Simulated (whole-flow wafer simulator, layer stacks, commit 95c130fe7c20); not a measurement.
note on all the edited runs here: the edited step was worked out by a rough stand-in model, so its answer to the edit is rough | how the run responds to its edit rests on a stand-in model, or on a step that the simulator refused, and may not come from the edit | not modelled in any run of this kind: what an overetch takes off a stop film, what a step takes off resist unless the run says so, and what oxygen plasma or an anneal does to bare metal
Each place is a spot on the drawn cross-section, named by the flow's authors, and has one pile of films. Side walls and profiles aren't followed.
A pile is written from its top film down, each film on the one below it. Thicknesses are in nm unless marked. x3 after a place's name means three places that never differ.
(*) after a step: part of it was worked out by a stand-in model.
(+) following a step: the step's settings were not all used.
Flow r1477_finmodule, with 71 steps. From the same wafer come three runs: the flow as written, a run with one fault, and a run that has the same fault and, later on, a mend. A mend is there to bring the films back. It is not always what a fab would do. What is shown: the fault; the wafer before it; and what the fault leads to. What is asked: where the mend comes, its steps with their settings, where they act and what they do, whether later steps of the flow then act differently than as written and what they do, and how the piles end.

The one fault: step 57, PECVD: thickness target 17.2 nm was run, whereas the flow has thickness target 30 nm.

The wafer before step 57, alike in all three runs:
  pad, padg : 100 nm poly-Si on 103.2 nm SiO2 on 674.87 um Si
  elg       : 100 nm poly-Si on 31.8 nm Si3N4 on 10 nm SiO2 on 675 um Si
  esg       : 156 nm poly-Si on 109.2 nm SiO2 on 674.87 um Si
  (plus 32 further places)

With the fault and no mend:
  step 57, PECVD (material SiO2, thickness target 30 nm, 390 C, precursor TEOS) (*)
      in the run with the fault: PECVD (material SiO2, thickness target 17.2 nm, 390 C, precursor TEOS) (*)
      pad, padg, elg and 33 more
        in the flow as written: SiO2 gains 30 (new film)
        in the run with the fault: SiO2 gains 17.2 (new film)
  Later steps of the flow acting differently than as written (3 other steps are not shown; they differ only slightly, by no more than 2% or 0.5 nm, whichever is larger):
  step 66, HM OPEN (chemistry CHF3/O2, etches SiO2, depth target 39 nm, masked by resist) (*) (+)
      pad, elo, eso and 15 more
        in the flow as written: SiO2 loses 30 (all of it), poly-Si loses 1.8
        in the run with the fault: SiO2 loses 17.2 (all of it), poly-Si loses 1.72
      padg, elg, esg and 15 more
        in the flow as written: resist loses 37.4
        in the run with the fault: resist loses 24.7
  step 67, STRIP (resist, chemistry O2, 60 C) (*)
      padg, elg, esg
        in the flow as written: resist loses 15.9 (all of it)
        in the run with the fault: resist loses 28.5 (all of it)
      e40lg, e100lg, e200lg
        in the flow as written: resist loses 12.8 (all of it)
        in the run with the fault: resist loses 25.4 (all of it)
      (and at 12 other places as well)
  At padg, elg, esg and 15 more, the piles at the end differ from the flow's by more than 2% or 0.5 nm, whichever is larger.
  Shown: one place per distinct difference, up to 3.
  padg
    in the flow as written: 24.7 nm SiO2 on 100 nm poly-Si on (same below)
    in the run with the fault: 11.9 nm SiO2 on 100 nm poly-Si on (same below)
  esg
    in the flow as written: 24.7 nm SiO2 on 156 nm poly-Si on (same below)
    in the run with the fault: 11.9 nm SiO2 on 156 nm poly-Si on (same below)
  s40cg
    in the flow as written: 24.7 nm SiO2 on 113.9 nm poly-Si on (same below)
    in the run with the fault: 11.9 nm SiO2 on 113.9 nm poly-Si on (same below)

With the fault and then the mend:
  The mend stands after step 58.
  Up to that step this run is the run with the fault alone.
  step 58a, PECVD (material SiO2, thickness target 12.8 nm, 390 C, precursor TEOS) (*) (a further turn of the flow's step 57, with different settings)
      pad, padg, elg and 33 more
        SiO2 gains 12.8
  Later steps of the flow that are run all act as written at every place that is followed.
  By the end, the piles equal the flow's at every place that both follow.
